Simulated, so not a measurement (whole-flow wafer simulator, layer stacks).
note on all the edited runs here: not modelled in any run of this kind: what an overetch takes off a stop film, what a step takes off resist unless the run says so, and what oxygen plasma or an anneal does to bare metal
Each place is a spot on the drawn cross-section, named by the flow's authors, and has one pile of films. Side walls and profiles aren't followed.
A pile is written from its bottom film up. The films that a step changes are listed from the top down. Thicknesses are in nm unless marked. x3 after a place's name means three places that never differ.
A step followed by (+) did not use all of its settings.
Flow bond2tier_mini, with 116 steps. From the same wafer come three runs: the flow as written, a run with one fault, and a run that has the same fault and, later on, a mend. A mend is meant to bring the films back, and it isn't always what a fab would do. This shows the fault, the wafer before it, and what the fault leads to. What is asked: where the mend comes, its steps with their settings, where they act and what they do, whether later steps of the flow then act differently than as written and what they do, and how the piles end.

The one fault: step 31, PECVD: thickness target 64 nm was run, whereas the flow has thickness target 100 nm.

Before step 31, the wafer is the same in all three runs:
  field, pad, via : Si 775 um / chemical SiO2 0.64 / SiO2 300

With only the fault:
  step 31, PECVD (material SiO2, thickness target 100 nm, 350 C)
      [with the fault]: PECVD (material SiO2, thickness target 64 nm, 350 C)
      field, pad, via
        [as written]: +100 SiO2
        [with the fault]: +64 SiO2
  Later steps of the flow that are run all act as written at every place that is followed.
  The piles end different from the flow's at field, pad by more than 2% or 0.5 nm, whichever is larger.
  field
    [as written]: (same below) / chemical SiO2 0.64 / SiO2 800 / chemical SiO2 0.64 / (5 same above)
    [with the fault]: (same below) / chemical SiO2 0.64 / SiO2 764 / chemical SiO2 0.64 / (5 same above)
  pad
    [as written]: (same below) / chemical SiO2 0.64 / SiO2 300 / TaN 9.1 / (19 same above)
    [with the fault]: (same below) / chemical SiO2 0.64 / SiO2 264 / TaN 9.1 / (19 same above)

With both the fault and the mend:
  After step 36 comes the mend.
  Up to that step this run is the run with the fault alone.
  step 36a, STRIP (chemistry O2, over-ash 100%) (+)
      field
        -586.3 KrF resist (all of it)
  step 36b, PECVD (material SiO2, thickness target 36 nm, 350 C) (a further turn of the flow's step 31, with different settings)
      field, pad, via
        +36 SiO2
  step 36c, COAT (KrF resist, thickness 600 nm) (a further turn of the flow's step 32)
      field, pad, via
        +600 KrF resist (new film)
  step 36d, SOFTBAKE (KrF resist) (a further turn of the flow's step 33)
      leaves every film unchanged at each place that is followed
  step 36e, EXPOSE (photomask APAD, NA 0.6) (a further turn of the flow's step 34)
      leaves every film unchanged at each place that is followed
  step 36f, PEB (KrF resist) (a further turn of the flow's step 35)
      leaves every film unchanged at each place that is followed
  step 36g, DEVELOP (developer TMAH-0.26N, 60 s) (a further turn of the flow's step 36)
      pad, via
        -600 KrF resist (all of it)
      field
        -13.7 KrF resist
  Later steps of the flow that are run all act as written at every place that is followed.
  The piles end the same as the flow's at every place that both follow.
